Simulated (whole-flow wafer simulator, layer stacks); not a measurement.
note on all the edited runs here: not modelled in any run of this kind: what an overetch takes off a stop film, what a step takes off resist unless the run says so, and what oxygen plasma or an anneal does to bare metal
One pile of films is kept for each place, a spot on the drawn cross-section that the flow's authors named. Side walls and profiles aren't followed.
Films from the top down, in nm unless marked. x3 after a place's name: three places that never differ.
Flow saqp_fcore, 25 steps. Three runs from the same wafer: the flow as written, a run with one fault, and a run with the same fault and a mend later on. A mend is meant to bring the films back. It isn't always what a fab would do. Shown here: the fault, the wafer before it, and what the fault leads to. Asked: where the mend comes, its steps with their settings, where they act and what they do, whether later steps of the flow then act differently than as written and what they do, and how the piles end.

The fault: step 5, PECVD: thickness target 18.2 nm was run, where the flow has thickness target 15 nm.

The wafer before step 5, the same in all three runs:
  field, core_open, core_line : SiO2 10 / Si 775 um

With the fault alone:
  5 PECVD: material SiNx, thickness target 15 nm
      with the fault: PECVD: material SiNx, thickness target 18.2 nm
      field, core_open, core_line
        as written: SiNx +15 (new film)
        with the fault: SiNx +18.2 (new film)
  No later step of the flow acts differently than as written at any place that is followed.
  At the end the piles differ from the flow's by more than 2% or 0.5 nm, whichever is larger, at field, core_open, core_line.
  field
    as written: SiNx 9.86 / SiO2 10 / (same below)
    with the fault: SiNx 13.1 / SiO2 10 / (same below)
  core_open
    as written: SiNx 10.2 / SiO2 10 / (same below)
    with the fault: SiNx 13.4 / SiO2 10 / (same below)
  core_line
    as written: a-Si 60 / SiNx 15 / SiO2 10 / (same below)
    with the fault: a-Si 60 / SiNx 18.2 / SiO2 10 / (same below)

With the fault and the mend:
  The mend comes after step 5.
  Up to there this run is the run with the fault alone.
  5a ETCH: chemistry h3po4, depth target 20.93 nm
      field, core_open, core_line
        SiNx -18.2 (all of it)
  5b PECVD: material SiNx, thickness target 15 nm (the flow's step 5 once more)
      field, core_open, core_line
        SiNx +15 (new film)
  No later step of the flow acts differently than as written at any place that is followed.
  At the end the piles are the same as the flow's at every place that both follow.
